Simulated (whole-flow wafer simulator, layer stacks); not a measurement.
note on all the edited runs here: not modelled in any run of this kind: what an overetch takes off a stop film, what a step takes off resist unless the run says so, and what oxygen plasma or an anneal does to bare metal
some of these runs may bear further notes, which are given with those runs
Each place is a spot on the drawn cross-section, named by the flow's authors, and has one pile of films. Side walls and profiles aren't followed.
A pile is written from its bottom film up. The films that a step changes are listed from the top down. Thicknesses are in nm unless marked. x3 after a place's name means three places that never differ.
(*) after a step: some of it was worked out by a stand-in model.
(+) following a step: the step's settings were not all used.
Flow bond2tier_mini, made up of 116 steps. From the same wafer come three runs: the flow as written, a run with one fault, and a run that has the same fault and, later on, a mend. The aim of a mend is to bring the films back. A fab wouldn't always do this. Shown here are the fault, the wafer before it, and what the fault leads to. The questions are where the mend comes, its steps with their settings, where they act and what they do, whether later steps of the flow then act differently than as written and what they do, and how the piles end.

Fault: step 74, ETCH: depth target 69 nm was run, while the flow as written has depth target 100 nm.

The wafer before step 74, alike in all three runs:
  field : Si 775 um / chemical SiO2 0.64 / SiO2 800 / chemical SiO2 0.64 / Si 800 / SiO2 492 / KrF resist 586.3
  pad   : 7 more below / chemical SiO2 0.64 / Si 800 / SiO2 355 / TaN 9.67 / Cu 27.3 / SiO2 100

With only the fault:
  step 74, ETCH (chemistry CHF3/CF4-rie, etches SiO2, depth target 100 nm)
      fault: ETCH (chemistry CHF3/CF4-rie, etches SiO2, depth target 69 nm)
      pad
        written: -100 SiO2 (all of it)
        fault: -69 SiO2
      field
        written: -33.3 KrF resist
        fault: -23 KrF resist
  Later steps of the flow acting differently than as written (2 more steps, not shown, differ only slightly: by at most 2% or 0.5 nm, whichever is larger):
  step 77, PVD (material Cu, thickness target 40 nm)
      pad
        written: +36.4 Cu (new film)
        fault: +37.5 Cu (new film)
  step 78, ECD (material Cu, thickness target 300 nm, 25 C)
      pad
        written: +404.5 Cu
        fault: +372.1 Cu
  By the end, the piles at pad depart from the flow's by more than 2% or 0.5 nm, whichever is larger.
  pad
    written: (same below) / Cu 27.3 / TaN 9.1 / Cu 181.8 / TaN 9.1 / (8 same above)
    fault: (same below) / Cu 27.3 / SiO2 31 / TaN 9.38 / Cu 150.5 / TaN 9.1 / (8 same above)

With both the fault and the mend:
  After step 75 comes the mend.
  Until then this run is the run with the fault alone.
  step 75a, COAT (KrF resist, thickness 600 nm) (*) (the flow's step 69 again)
      field
        +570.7 KrF resist (new film)
      pad
        +630.5 KrF resist (new film)
  step 75b, SOFTBAKE (KrF resist) (the flow's step 70 again)
      does not change any film at any place that is followed
  step 75c, EXPOSE (photomask T2PAD, NA 0.6) (the flow's step 71 again)
      does not change any film at any place that is followed
  step 75d, PEB (KrF resist) (the flow's step 72 again)
      does not change any film at any place that is followed
  step 75e, DEVELOP (developer TMAH-0.26N, 60 s) (the flow's step 73 again)
      field
        -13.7 KrF resist
      pad
        -630.5 KrF resist (all of it)
  step 75f, ETCH (chemistry CHF3/CF4-rie, etches SiO2, depth target 31 nm) (the flow's step 74 again, with other settings)
      field
        -10.3 KrF resist
      pad
        -31 SiO2 (all of it)
  step 75g, STRIP (chemistry O2, over-ash 100%) (+) (the flow's step 75 again)
      field
        -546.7 KrF resist (all of it)
  Every later step of the flow that is run acts as written at every place that is followed.
  By the end, the piles equal the flow's at every place that both follow.
